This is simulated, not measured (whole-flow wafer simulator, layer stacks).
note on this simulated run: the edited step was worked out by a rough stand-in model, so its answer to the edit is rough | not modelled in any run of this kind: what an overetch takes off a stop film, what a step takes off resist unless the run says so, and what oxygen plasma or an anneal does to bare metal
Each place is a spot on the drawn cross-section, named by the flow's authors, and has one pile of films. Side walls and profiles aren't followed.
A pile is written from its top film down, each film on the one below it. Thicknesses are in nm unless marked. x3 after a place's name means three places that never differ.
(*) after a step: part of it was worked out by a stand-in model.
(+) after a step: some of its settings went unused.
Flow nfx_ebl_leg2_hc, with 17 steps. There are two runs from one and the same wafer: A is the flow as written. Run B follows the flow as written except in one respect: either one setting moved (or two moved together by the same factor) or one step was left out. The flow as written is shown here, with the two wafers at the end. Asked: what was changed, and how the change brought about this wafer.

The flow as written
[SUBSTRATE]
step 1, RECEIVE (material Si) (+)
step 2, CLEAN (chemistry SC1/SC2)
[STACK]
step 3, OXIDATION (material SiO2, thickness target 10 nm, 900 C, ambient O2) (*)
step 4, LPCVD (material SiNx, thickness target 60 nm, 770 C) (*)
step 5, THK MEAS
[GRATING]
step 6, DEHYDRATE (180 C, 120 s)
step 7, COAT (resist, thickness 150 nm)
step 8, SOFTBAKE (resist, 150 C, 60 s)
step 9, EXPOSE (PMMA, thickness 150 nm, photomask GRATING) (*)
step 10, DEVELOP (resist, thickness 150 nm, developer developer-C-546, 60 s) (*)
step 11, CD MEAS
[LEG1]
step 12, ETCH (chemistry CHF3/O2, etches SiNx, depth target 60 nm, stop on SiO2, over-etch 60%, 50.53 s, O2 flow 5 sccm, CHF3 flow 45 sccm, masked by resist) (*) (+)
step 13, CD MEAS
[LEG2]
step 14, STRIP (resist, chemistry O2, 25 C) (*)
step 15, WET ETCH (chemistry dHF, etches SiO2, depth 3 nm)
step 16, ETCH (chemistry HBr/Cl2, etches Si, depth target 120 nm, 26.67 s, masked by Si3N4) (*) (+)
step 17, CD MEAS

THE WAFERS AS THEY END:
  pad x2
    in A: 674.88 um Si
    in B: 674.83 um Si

The reason: step 16, ETCH: depth target 162 nm was run, while the flow as written has depth target 120 nm.

How this came from the change, step by step:
  step 16, ETCH (chemistry HBr/Cl2, etches Si, depth target 120 nm, 26.67 s, masked by Si3N4) (*) (+)
      pad x2: A Si loses 120 | B Si loses 162
